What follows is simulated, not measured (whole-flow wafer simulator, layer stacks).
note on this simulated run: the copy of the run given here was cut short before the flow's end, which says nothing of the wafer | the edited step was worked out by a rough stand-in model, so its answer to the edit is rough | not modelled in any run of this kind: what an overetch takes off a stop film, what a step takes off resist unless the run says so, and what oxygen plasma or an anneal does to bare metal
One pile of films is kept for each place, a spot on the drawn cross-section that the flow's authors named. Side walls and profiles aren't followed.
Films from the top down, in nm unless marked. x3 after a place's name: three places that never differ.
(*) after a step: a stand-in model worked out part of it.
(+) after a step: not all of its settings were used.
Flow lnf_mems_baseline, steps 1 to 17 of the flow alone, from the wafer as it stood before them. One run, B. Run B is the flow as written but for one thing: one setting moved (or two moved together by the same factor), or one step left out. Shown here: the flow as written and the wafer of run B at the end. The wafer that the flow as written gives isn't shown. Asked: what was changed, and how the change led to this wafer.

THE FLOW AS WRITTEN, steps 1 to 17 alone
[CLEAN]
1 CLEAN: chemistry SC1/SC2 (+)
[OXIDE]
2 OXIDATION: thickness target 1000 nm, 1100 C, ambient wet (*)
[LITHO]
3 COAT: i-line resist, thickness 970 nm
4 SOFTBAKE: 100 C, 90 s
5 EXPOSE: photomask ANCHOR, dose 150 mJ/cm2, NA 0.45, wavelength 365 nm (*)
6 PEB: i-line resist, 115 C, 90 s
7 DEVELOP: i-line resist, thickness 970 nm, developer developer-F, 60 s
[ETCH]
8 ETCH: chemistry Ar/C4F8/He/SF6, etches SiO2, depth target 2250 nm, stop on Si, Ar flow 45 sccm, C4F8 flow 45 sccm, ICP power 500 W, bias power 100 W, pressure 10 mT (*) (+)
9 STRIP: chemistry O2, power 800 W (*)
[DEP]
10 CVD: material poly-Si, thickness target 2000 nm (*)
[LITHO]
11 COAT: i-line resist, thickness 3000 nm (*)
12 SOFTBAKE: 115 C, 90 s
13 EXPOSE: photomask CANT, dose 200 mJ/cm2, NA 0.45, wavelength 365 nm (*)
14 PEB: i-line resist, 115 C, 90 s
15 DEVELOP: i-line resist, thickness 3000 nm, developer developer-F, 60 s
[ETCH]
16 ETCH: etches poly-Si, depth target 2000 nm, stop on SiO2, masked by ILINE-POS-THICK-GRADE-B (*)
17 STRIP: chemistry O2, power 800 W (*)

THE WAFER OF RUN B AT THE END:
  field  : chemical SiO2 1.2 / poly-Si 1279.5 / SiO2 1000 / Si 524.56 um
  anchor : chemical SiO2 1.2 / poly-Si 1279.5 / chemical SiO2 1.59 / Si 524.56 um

The cause: step 10, CVD: thickness target 1280 nm was run, where the flow has thickness target 2000 nm.

How the change led to this, step by step:
  10 CVD: material poly-Si, thickness target 2000 nm (*)
      field, beam, trench, char_slit: poly-Si +1280 (new film) (as written it would be: poly-Si +2000 (new film))
      anchor: poly-Si +1280 (new film) (as written it would be: poly-Si +2322 (new film))
  11 COAT: i-line resist, thickness 3000 nm (*)
      anchor: i-line resist +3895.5 (new film) (as written it would be: i-line resist +3611.6 (new film))
  12 SOFTBAKE: 115 C, 90 s
      field: i-line resist -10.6 (as written it would be: i-line resist -6.66)
      anchor: i-line resist +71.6 (as written it would be: i-line resist +45.4)
      (and at 2 more places)
  14 PEB: i-line resist, 115 C, 90 s
      anchor: i-line resist -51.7 (as written it would be: i-line resist -46.1)
  16 ETCH: etches poly-Si, depth target 2000 nm, stop on SiO2, masked by ILINE-POS-THICK-GRADE-B (*)
      field, anchor, beam: i-line resist -24 (as written it would be: i-line resist -25)
      trench, char_slit: poly-Si -1280 (all of it) (as written it would be: poly-Si -2000 (all of it))
  17 STRIP: chemistry O2, power 800 W (*)
      anchor: chemical SiO2 +1.2 (new film), i-line resist -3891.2 (all of it), poly-Si -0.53 (as written it would be: chemical SiO2 +1.17 (new film), i-line resist -3585.8 (all of it), poly-Si -0.52)
